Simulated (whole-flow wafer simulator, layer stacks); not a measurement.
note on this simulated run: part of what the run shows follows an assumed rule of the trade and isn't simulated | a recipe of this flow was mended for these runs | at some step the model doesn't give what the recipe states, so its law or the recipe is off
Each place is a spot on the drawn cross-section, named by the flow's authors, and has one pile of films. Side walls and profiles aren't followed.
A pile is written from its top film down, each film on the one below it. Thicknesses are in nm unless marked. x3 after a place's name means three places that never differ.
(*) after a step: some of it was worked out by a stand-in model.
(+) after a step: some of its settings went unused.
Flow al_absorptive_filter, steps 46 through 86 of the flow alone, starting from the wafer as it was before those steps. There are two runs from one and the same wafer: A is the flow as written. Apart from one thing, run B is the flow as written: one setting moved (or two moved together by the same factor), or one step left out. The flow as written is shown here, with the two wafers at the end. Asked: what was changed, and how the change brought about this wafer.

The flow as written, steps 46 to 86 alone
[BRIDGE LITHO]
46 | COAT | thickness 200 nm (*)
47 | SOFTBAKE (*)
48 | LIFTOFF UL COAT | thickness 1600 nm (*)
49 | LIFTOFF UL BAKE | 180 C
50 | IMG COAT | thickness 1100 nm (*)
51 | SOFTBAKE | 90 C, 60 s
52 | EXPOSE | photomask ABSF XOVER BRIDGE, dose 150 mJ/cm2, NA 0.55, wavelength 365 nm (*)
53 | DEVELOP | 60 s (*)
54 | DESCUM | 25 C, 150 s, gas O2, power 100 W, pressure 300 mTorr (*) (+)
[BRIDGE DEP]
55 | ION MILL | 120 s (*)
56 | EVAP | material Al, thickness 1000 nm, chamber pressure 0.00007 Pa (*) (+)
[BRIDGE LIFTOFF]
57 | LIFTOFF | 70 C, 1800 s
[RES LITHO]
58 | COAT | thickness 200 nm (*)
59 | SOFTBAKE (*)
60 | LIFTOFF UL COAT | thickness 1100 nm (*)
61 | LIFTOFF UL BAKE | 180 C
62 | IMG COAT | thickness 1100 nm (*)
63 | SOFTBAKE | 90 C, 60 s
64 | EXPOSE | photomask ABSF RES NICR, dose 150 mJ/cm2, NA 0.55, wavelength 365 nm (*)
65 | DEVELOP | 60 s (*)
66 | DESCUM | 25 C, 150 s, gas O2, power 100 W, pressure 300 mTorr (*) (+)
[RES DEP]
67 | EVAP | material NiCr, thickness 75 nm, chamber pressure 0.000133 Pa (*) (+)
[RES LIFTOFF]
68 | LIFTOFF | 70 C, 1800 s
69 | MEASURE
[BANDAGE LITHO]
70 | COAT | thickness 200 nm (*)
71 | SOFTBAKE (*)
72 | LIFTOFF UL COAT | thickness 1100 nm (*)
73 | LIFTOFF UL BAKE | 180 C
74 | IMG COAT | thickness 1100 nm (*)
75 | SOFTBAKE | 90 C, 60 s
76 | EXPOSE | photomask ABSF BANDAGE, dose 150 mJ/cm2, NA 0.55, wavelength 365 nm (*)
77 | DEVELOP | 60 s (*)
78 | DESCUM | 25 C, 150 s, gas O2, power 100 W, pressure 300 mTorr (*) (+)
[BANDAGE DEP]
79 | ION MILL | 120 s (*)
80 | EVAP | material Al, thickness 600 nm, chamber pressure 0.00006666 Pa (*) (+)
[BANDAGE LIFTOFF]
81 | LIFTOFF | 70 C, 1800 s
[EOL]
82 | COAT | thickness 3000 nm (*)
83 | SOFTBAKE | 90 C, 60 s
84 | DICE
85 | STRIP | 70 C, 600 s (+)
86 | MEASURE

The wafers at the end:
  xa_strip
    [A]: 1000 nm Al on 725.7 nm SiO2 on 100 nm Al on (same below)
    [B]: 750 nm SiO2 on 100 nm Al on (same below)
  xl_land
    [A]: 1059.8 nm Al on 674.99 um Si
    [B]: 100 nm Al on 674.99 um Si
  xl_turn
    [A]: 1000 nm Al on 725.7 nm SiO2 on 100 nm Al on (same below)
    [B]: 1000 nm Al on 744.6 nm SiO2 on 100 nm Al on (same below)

Cause: step 54, DESCUM: 66 s was run, whereas the flow has 150 s.

The path from the change to this, step by step:
  54 | DESCUM | 25 C, 150 s, gas O2, power 100 W, pressure 300 mTorr (*) (+)
      xa_strip: A -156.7 acrylic-e-beam-resist (all of it) | B -115.4 acrylic-e-beam-resist
      xl_land: A -218.5 acrylic-e-beam-resist (all of it) | B -115.4 acrylic-e-beam-resist
      (and at 11 other places as well)
  55 | ION MILL | 120 s (*)
      xa_strip: A -24.3 SiO2 | B -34 acrylic-e-beam-resist
      xl_land: A -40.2 Al | B -34 acrylic-e-beam-resist
      (and at 1 other place as well)
  56 | EVAP | material Al, thickness 1000 nm, chamber pressure 0.00007 Pa (*) (+)
      xl_land: A +1000 Al | B +1000 Al (new film)
  57 | LIFTOFF | 70 C, 1800 s
      xa_strip: A nothing | B -1000 Al (all of it), -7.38 acrylic-e-beam-resist (all of it)
      xl_land: A nothing | B -1000 Al (all of it), -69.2 acrylic-e-beam-resist (all of it)
      (and at 10 other places as well)
  58 | COAT | thickness 200 nm (*)
      xa_margin: A +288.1 acrylic-e-beam-resist (new film) | B +87.1 acrylic-e-beam-resist (new film)
      xa_strip: A +66.9 acrylic-e-beam-resist (new film) | B +156.7 acrylic-e-beam-resist (new film)
      (and at 2 other places as well)
  60 | LIFTOFF UL COAT | thickness 1100 nm (*)
      xa_margin: A +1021 lift-off-underlayer (new film) | B +809.9 lift-off-underlayer (new film)
      xa_strip: A +459.8 lift-off-underlayer (new film) | B +788.7 lift-off-underlayer (new film)
      (and at 2 other places as well)
  62 | IMG COAT | thickness 1100 nm (*)
      xa_margin: A +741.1 i-line-resist (new film) | B +956.3 i-line-resist (new film)
      xa_strip: A +577.9 i-line-resist (new film) | B +901 i-line-resist (new film)
      (and at 2 other places as well)
  63 | SOFTBAKE | 90 C, 60 s
      xa_margin: A -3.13 i-line-resist | B -1.07 i-line-resist
      xa_strip: A -4.64 i-line-resist | B -2.69 i-line-resist
      (and at 2 other places as well)
  68 | LIFTOFF | 70 C, 1800 s
      xa_margin: A -75 NiCr (all of it), -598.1 i-line-resist (all of it), -1021 lift-off-underlayer (all of it), -288.1 acrylic-e-beam-resist (all of it) | B -75 NiCr (all of it), -815.3 i-line-resist (all of it), -809.9 lift-off-underlayer (all of it), -87.1 acrylic-e-beam-resist (all of it)
      xa_strip: A -75 NiCr (all of it), -433.3 i-line-resist (all of it), -459.8 lift-off-underlayer (all of it), -66.9 acrylic-e-beam-resist (all of it) | B -75 NiCr (all of it), -758.4 i-line-resist (all of it), -788.7 lift-off-underlayer (all of it), -156.7 acrylic-e-beam-resist (all of it)
      (and at 2 other places as well)
  70 | COAT | thickness 200 nm (*)
      xa_margin: A +288.1 acrylic-e-beam-resist (new film) | B +87.1 acrylic-e-beam-resist (new film)
      xa_strip: A +66.9 acrylic-e-beam-resist (new film) | B +156.7 acrylic-e-beam-resist (new film)
      (and at 2 other places as well)
  72 | LIFTOFF UL COAT | thickness 1100 nm (*)
      xa_margin: A +1021 lift-off-underlayer (new film) | B +809.9 lift-off-underlayer (new film)
      xa_strip: A +459.8 lift-off-underlayer (new film) | B +788.7 lift-off-underlayer (new film)
      (and at 2 other places as well)
  74 | IMG COAT | thickness 1100 nm (*)
      xa_margin: A +741.1 i-line-resist (new film) | B +956.3 i-line-resist (new film)
      xa_strip: A +577.9 i-line-resist (new film) | B +901 i-line-resist (new film)
      (and at 2 other places as well)
  75 | SOFTBAKE | 90 C, 60 s
      xa_margin: A -3.13 i-line-resist | B -1.07 i-line-resist
      xa_strip: A -4.64 i-line-resist | B -2.69 i-line-resist
      (and at 2 other places as well)
  81 | LIFTOFF | 70 C, 1800 s
      xa_margin: A -600 Al (all of it), -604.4 i-line-resist (all of it), -1021 lift-off-underlayer (all of it), -288.1 acrylic-e-beam-resist (all of it) | B -600 Al (all of it), -821.6 i-line-resist (all of it), -809.9 lift-off-underlayer (all of it), -87.1 acrylic-e-beam-resist (all of it)
      xa_strip: A -600 Al (all of it), -439.6 i-line-resist (all of it), -459.8 lift-off-underlayer (all of it), -66.9 acrylic-e-beam-resist (all of it) | B -600 Al (all of it), -764.7 i-line-resist (all of it), -788.7 lift-off-underlayer (all of it), -156.7 acrylic-e-beam-resist (all of it)
      (and at 2 other places as well)
  82 | COAT | thickness 3000 nm (*)
      xa_margin: A +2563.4 i-line-resist (new film) | B +2404.4 i-line-resist (new film)
      xa_strip: A +1594.3 i-line-resist (new film) | B +2391.8 i-line-resist (new film)
      (and at 2 other places as well)
  83 | SOFTBAKE | 90 C, 60 s
      xa_margin: A -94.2 i-line-resist | B -41.9 i-line-resist
      xa_strip: A -117.3 i-line-resist | B -51.2 i-line-resist
      (and at 2 other places as well)
  85 | STRIP | 70 C, 600 s (+)
      xa_margin: A -2469.3 i-line-resist (all of it) | B -2362.6 i-line-resist (all of it)
      xa_strip: A -1477 i-line-resist (all of it) | B -2340.6 i-line-resist (all of it)
      (and at 2 other places as well)
Taking metal films that touch as one body, xa_strip has 1 body; the flow as written gives 2 bodies (between them, from the top down: SiO2 725.7).
